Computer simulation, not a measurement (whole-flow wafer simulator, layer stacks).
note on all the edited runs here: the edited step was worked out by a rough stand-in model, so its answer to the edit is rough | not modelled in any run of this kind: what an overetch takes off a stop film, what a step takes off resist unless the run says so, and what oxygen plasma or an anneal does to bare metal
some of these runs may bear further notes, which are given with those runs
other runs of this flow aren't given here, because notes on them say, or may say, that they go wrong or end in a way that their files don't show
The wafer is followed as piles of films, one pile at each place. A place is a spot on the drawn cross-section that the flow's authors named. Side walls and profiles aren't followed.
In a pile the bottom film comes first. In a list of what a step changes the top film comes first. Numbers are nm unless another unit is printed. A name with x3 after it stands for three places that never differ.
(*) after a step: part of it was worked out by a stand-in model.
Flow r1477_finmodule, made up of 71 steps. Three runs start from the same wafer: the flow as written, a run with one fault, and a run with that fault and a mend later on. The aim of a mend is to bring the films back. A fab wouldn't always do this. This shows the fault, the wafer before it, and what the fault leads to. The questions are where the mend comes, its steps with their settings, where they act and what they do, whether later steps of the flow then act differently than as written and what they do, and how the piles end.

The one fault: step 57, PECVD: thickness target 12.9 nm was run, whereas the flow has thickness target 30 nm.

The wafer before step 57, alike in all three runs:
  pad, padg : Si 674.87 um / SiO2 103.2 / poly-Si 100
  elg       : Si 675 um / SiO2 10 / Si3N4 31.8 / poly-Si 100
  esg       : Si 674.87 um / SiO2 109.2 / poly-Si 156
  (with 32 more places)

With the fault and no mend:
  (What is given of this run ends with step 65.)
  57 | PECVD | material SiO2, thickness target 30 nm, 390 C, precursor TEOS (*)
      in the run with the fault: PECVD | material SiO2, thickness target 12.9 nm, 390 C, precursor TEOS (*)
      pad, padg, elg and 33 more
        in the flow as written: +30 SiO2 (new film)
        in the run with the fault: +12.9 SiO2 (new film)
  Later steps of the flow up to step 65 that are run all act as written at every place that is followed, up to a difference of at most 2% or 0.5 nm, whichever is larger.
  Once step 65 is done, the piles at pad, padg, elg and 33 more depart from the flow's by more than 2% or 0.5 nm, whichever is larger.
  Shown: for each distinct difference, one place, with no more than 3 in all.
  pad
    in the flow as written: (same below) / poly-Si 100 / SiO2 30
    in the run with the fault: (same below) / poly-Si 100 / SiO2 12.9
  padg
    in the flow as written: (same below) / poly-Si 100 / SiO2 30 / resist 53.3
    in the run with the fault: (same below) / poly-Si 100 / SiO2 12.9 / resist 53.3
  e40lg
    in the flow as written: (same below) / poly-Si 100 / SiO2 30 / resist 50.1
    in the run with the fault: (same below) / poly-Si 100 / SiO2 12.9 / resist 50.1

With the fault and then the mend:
  The mend follows step 64.
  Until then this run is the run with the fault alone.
  64a | STRIP | resist, chemistry O2, 60 C
      padg, elg, esg
        -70 resist (all of it)
      e40lg, e100lg, e200lg
        -66.9 resist (all of it)
      s40sg, s45sg
        -91 resist (all of it)
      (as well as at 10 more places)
  64b | PECVD | material SiO2, thickness target 17.1 nm, 390 C, precursor TEOS (*) (the flow's step 57 again, with other settings)
      pad, padg, elg and 33 more
        +17.1 SiO2
  64c | DEHYDRATE | 150 C, 120 s (the flow's step 59 again)
      alters no film at any place that is followed
  64d | COAT | resist, thickness 70 nm (*) (the flow's step 60 again)
      e40lg, e100lg, e200lg, elo, e40lo, e100lo, e200lo
        +66.9 resist (new film)
      pad, padg, elg, esg
        +70 resist (new film)
      s40sg, s45sg, s40so, s45so
        +91 resist (new film)
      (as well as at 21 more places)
  64e | SOFTBAKE | 180 C, 180 s (*) (the flow's step 61 again)
      alters no film at any place that is followed
  64f | EXPOSE | resist, photomask GATE (the flow's step 62 again)
      alters no film at any place that is followed
  64g | DEVELOP (*) (the flow's step 63 again)
      elo, e40lo, e100lo, e200lo
        -66.9 resist (all of it)
      eso, e40so
        -129.5 resist (all of it)
      s40so, s45so
        -91 resist (all of it)
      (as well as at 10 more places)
  Later steps of the flow that are run all act as written at every place that is followed.
  By the end, the piles equal the flow's at every place that both follow.
